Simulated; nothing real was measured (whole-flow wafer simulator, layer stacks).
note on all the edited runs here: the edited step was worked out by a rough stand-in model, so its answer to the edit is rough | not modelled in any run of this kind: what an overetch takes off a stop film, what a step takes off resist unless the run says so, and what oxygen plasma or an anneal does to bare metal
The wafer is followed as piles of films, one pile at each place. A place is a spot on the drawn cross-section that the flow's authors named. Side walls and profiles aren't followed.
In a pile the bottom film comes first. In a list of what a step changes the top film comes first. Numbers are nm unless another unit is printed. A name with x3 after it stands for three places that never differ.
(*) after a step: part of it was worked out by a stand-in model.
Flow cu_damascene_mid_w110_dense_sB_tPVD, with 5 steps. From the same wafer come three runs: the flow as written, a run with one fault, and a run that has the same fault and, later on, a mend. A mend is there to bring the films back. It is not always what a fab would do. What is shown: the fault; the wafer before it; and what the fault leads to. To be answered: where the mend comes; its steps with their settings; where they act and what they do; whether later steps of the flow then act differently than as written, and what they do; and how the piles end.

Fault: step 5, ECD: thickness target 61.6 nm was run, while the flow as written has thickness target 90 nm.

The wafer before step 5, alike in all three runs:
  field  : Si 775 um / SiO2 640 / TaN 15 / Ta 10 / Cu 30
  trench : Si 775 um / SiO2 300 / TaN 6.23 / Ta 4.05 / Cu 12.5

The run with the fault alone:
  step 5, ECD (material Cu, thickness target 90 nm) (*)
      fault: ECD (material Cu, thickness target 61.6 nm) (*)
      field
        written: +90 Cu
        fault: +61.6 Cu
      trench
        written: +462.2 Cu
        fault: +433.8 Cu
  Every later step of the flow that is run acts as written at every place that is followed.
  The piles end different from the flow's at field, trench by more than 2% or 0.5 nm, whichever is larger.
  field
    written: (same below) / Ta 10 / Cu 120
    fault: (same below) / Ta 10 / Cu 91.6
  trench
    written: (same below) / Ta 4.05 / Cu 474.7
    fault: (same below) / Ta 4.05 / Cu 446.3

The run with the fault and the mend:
  The mend stands after step 5.
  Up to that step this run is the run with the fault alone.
  step 5a, ECD (material Cu, thickness target 28.4 nm) (a further turn of the flow's step 5, with different settings)
      field, trench
        +28.4 Cu
  Every later step of the flow that is run acts as written at every place that is followed.
  At every place that both follow, the piles at the end match the flow's.
